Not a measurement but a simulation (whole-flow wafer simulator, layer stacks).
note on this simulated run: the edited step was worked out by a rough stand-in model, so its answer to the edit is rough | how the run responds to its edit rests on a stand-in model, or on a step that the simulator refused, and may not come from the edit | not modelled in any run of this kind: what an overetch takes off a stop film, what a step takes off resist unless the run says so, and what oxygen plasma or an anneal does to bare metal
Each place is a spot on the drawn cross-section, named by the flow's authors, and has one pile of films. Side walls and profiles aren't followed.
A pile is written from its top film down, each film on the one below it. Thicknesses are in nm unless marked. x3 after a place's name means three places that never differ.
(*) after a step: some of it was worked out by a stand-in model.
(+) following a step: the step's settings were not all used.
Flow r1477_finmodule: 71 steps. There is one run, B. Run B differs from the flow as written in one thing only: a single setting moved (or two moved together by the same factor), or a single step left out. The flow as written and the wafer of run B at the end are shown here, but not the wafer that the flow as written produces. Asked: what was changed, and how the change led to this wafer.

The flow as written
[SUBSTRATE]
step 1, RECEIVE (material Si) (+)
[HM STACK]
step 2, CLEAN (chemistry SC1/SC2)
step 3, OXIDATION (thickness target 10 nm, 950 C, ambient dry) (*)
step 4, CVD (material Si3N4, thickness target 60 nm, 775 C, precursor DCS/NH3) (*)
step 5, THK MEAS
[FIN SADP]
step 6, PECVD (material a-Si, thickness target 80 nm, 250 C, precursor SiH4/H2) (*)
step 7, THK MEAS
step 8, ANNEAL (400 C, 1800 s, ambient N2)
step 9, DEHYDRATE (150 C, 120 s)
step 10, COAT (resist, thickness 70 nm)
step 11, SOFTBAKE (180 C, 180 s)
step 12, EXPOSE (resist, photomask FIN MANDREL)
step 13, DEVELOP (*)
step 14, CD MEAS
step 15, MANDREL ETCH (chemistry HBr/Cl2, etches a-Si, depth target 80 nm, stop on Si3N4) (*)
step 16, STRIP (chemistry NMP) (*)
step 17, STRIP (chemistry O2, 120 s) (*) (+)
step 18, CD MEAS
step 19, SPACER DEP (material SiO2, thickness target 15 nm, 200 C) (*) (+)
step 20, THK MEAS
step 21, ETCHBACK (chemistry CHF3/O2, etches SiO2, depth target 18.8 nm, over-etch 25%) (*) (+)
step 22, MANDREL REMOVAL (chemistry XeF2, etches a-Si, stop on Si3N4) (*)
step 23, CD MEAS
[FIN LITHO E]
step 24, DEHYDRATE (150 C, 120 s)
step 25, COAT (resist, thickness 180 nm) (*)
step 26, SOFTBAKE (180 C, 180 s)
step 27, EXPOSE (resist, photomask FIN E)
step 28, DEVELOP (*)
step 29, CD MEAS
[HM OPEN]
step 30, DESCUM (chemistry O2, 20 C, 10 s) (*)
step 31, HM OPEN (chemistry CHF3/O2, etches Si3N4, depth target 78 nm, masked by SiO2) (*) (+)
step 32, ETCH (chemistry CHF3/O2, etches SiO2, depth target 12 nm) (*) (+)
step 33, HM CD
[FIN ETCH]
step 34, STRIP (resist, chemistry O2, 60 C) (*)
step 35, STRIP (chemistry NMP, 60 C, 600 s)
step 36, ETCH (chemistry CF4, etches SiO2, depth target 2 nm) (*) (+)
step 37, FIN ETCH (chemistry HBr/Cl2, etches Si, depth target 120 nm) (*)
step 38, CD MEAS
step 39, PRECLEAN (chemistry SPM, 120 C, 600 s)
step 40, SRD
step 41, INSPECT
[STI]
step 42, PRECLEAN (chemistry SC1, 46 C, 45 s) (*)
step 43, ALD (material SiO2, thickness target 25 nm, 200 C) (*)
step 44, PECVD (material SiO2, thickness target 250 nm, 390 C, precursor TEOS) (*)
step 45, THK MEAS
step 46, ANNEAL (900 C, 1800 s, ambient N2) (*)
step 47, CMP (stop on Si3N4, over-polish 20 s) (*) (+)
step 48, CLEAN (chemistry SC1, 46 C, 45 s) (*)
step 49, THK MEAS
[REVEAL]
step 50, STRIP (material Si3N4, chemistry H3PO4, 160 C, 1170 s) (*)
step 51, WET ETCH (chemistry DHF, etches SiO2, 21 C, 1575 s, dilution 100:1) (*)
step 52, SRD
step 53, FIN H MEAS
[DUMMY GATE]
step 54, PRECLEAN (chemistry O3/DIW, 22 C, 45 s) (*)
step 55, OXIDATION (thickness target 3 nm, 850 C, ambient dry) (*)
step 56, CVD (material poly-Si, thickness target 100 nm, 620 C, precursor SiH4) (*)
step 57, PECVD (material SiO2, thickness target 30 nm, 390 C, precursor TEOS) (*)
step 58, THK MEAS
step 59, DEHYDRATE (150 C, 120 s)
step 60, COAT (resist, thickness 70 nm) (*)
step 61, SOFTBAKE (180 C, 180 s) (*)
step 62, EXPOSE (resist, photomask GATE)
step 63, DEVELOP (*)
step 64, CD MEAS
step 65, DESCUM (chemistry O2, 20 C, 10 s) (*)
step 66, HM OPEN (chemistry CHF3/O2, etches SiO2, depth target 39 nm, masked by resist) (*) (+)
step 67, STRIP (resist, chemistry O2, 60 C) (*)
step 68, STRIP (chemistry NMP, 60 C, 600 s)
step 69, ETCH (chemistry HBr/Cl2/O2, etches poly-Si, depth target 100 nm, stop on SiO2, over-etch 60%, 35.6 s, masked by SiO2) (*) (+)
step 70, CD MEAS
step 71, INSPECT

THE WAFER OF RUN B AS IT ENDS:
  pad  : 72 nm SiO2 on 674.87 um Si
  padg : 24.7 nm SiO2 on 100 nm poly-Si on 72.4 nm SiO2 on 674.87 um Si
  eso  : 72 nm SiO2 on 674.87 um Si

What caused this: step 44, PECVD: thickness target 142.5 nm was run, while the flow as written has thickness target 250 nm.

The path from the change to this, step by step:
  step 44, PECVD (material SiO2, thickness target 250 nm, 390 C, precursor TEOS) (*)
      pad, padg, elg and 33 more: +142.5 SiO2 (as written it would have been: +250 SiO2)
  step 46, ANNEAL (900 C, 1800 s, ambient N2) (*)
      pad, padg, elg and 33 more: -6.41 SiO2 (as written it would have been: -11.2 SiO2)
  step 47, CMP (stop on Si3N4, over-polish 20 s) (*) (+)
      pad, padg, e40sg and 11 more: nothing (as written it would have been: -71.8 SiO2)
      eso: nothing (as written it would have been: -72.4 SiO2)
      (also at 21 further places)
  step 60, COAT (resist, thickness 70 nm) (*)
      e40lg, e100lg, e40lo, e100lo: +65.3 resist (new film) (as written it would have been: +66.9 resist (new film))
      s40sg, s45sg, s40so, s45so: +120.6 resist (new film) (as written it would have been: +91 resist (new film))
      (also at 12 further places)
  step 63, DEVELOP (*)
      elo, e200lo: -65.4 resist (all of it) (as written it would have been: -66.9 resist (all of it))
      e40lo, e100lo: -65.3 resist (all of it) (as written it would have been: -66.9 resist (all of it))
      (also at 7 further places)
  step 67, STRIP (resist, chemistry O2, 60 C) (*)
      e40lg, e100lg, e200lg: -11.2 resist (all of it) (as written it would have been: -12.8 resist (all of it))
      s40sg, s45sg: -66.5 resist (all of it) (as written it would have been: -36.9 resist (all of it))
      (also at 10 further places)
